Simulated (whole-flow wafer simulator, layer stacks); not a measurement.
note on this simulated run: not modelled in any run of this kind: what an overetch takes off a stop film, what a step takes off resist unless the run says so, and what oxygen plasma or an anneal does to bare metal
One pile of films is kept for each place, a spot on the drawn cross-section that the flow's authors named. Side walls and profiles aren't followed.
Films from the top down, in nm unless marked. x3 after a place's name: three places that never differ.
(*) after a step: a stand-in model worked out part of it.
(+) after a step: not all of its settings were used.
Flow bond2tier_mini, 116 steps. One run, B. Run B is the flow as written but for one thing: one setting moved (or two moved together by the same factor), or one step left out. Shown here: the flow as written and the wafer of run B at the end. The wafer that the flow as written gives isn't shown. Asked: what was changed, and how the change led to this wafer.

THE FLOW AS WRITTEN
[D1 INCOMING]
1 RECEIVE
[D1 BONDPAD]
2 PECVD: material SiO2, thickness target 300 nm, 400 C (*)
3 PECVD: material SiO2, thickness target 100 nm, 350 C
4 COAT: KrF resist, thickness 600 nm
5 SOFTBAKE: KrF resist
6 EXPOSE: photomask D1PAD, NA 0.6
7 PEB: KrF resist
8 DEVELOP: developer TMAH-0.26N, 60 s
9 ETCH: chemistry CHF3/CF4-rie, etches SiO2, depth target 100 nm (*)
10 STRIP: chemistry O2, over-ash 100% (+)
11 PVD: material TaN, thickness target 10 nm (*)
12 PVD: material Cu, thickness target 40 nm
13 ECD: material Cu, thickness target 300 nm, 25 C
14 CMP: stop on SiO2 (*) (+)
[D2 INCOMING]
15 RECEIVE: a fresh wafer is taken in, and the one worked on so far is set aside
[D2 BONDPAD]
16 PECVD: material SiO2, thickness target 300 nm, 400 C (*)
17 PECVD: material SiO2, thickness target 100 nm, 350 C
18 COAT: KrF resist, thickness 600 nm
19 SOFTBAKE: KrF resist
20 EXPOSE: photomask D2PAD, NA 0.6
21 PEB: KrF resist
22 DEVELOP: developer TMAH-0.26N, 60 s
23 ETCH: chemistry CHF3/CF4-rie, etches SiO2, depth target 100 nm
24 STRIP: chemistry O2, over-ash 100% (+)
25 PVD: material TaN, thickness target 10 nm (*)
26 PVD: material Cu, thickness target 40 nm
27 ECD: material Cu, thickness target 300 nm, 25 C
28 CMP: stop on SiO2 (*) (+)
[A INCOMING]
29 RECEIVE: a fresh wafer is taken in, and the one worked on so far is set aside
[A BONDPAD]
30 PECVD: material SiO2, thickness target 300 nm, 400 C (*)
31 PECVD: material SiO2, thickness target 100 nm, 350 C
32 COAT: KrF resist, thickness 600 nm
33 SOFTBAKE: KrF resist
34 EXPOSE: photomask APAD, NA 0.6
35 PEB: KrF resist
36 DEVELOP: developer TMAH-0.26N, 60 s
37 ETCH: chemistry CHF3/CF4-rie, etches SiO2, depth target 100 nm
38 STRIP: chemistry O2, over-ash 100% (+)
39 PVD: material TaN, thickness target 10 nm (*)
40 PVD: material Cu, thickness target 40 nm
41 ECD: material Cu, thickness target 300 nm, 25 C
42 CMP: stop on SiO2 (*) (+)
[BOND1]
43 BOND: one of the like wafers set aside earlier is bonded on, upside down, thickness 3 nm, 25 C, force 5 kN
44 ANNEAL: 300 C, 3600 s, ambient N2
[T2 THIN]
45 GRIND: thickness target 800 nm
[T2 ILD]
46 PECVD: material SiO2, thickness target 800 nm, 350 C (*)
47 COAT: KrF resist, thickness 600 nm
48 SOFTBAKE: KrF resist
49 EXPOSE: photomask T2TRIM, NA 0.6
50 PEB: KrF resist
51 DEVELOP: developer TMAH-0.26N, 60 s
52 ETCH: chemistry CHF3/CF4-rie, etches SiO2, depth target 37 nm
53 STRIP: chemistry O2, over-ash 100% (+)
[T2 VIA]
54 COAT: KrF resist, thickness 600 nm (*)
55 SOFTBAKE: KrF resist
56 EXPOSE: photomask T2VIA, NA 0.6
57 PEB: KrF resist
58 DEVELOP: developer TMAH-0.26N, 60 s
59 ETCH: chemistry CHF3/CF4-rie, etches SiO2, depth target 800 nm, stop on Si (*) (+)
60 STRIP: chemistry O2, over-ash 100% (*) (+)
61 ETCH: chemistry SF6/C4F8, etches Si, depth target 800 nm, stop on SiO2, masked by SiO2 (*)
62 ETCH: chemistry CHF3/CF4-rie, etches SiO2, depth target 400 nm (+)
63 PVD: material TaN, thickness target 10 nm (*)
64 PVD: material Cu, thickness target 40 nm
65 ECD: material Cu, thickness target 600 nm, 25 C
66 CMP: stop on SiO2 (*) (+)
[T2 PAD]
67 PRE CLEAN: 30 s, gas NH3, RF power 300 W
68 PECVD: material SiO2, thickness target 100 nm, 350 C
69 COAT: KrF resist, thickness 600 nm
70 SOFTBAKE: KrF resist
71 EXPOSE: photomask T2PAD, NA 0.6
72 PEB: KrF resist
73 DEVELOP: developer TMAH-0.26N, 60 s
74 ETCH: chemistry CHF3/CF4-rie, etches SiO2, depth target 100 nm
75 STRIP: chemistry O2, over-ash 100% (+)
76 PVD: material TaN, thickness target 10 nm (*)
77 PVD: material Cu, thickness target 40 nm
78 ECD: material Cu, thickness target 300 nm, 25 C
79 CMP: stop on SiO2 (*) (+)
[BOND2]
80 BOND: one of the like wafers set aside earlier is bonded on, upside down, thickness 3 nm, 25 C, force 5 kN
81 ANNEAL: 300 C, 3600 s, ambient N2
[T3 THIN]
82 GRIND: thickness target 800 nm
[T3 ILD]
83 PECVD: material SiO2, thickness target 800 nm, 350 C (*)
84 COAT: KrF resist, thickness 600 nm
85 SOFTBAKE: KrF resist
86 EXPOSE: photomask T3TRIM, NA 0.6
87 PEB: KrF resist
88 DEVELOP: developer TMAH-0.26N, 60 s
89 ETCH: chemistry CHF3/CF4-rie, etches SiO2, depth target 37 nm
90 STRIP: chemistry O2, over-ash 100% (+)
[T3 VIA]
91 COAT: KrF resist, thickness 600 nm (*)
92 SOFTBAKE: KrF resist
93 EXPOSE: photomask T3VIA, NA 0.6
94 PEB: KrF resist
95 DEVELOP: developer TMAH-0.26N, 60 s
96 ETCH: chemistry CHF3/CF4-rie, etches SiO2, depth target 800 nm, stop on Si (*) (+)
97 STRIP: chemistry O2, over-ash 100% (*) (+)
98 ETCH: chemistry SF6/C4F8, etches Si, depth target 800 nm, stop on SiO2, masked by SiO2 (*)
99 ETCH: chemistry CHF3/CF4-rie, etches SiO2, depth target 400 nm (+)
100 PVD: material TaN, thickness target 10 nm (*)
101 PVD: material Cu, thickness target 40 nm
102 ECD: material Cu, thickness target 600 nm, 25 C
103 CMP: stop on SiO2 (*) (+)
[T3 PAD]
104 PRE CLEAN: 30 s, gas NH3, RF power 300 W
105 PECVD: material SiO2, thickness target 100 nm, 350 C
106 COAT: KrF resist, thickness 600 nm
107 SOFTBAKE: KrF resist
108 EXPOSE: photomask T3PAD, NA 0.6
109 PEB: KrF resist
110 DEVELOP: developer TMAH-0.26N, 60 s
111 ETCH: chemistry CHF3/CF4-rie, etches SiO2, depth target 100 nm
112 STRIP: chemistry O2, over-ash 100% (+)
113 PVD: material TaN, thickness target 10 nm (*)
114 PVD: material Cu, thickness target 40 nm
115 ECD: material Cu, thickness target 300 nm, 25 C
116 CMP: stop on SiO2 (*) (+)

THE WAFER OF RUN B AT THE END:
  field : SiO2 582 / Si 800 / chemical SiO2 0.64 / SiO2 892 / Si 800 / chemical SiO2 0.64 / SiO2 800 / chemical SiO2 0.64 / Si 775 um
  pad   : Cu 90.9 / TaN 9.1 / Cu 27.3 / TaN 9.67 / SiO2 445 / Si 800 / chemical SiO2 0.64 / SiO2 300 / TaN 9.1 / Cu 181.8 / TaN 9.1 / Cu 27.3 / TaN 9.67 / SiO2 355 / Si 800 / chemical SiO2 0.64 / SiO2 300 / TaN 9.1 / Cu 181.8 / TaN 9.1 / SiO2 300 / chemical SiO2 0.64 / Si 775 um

The cause: step 99, ETCH: depth target 310 nm was run, where the flow has depth target 400 nm.

How the change led to this, step by step:
  99 ETCH: chemistry CHF3/CF4-rie, etches SiO2, depth target 400 nm (+)
      field, pad: SiO2 -310 (as written it would be: SiO2 -400)
